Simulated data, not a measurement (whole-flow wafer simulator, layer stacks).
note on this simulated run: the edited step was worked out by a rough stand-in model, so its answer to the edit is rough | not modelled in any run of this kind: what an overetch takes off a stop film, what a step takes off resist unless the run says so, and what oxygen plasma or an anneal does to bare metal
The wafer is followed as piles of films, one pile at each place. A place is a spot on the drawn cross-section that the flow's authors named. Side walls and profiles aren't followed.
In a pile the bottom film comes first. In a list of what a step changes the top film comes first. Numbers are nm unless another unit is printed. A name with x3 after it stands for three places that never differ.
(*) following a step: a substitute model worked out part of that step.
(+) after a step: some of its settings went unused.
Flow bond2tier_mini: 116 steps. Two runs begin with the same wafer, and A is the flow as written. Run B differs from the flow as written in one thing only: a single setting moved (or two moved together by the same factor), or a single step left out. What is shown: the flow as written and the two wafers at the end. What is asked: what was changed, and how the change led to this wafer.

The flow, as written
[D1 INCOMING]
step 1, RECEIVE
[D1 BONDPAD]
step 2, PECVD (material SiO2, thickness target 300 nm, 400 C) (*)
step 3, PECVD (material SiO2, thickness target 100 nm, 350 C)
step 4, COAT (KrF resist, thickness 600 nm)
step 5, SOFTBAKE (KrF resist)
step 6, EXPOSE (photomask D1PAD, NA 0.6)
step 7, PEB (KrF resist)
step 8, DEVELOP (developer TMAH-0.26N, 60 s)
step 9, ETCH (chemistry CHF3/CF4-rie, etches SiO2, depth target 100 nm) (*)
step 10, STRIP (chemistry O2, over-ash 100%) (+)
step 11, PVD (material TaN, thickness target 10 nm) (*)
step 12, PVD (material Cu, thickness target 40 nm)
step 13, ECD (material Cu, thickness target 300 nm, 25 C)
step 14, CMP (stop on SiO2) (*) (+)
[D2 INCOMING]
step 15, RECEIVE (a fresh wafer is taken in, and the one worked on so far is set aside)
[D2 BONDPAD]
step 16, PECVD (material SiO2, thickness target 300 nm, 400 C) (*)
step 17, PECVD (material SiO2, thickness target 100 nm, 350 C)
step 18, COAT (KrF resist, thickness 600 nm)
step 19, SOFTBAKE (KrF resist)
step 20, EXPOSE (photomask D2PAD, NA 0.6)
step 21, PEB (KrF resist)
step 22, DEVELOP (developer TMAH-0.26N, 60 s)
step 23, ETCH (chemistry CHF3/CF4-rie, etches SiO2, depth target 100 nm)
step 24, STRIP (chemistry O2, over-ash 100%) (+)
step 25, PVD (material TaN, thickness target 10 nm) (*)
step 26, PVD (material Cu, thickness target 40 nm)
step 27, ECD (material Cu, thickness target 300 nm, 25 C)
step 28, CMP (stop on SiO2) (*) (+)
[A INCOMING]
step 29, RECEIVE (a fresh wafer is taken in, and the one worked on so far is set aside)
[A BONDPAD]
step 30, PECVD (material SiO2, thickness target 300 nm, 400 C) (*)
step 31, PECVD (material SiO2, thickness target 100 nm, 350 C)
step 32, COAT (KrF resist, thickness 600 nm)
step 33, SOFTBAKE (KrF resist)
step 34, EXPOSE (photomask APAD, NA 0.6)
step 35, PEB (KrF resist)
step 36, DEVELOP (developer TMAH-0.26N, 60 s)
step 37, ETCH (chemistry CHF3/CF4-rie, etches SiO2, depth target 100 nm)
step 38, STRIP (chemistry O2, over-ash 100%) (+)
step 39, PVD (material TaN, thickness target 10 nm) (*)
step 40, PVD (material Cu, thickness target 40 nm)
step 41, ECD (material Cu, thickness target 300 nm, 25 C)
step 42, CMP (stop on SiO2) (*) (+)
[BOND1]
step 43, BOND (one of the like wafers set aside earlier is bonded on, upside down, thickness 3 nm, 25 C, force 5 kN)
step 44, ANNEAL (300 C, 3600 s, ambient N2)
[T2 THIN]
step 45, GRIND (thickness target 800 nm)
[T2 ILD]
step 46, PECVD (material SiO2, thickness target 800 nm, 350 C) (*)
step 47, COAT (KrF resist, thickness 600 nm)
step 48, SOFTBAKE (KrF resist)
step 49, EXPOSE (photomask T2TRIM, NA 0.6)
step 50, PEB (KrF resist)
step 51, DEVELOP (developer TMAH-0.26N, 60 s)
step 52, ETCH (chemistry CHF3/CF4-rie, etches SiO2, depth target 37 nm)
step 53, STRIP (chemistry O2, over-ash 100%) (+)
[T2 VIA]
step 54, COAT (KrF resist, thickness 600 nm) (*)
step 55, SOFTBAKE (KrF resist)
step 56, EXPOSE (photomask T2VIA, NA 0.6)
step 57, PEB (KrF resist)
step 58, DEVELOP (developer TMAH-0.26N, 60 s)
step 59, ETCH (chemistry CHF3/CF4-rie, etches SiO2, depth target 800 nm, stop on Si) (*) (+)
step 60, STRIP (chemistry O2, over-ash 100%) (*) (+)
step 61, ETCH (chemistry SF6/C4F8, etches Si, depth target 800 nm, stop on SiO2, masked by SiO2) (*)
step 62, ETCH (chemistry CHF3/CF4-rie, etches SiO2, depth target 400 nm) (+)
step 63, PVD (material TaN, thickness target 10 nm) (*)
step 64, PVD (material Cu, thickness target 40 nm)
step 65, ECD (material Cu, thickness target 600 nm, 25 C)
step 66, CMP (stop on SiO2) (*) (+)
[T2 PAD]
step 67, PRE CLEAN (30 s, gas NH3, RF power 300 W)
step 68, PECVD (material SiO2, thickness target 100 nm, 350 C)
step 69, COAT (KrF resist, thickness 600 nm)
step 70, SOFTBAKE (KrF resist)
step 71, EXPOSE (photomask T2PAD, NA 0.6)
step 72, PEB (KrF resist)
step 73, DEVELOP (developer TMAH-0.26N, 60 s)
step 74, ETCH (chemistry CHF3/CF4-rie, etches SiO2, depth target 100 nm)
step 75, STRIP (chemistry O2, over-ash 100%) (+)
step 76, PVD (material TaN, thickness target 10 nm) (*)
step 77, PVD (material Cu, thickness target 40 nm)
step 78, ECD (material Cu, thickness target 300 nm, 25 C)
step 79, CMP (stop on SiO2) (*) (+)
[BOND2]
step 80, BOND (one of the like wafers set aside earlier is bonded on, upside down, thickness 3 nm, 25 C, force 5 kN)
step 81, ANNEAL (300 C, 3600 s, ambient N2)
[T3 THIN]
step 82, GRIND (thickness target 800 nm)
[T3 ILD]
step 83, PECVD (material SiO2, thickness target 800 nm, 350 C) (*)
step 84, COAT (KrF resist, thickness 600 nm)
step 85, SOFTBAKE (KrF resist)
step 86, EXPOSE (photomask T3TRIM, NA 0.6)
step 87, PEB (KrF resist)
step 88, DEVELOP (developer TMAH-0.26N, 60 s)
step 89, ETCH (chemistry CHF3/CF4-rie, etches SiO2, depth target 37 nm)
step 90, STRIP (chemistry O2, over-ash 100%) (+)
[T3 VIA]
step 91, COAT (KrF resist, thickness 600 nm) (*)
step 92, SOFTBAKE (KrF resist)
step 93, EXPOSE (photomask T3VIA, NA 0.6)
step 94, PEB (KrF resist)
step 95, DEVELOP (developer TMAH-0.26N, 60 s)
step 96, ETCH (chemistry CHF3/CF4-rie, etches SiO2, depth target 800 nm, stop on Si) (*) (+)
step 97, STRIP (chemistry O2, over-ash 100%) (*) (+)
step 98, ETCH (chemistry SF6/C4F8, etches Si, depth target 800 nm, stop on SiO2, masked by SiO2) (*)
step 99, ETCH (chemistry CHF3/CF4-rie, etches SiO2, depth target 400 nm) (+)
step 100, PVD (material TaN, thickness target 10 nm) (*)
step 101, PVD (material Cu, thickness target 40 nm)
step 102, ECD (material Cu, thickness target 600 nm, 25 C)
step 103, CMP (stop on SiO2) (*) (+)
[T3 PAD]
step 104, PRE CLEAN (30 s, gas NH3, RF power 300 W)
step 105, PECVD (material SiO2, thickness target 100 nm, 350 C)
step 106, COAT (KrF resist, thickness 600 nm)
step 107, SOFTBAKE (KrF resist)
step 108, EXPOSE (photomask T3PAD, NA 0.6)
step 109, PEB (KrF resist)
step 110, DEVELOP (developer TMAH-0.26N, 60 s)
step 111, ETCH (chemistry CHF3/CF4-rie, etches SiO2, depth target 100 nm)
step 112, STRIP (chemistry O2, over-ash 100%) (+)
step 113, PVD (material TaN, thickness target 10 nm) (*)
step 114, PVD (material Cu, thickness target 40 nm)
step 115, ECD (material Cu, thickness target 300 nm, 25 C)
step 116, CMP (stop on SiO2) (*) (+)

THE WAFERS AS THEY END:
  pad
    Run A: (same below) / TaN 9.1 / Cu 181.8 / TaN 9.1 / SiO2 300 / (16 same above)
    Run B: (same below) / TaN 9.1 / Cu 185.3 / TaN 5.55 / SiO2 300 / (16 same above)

What caused this: step 11, PVD: thickness target 6.1 nm was run, whereas the flow has thickness target 10 nm.

How this came from the change, step by step:
  step 11, PVD (material TaN, thickness target 10 nm) (*)
      field: A +10 TaN (new film) | B +6.1 TaN (new film)
      pad: A +9.1 TaN (new film) | B +5.55 TaN (new film)
      (and at 1 other place as well)
  step 14, CMP (stop on SiO2) (*) (+)
      field: A -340 Cu (all of it), -10 TaN (all of it) | B -340 Cu (all of it), -6.1 TaN (all of it)
  step 43, BOND (one of the like wafers set aside earlier is bonded on, upside down, thickness 3 nm, 25 C, force 5 kN)
      pad: A +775 um Si (new film), +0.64 chemical SiO2 (new film), +300 SiO2 (new film), +9.1 TaN (new film), +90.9 Cu | B +775 um Si (new film), +0.64 chemical SiO2 (new film), +300 SiO2 (new film), +5.55 TaN (new film), +94.4 Cu
      via: A +775 um Si (new film), +0.64 chemical SiO2 (new film), +300 SiO2 (new film), +9.97 TaN (new film), +90 Cu | B +775 um Si (new film), +0.64 chemical SiO2 (new film), +300 SiO2 (new film), +6.08 TaN (new film), +93.9 Cu
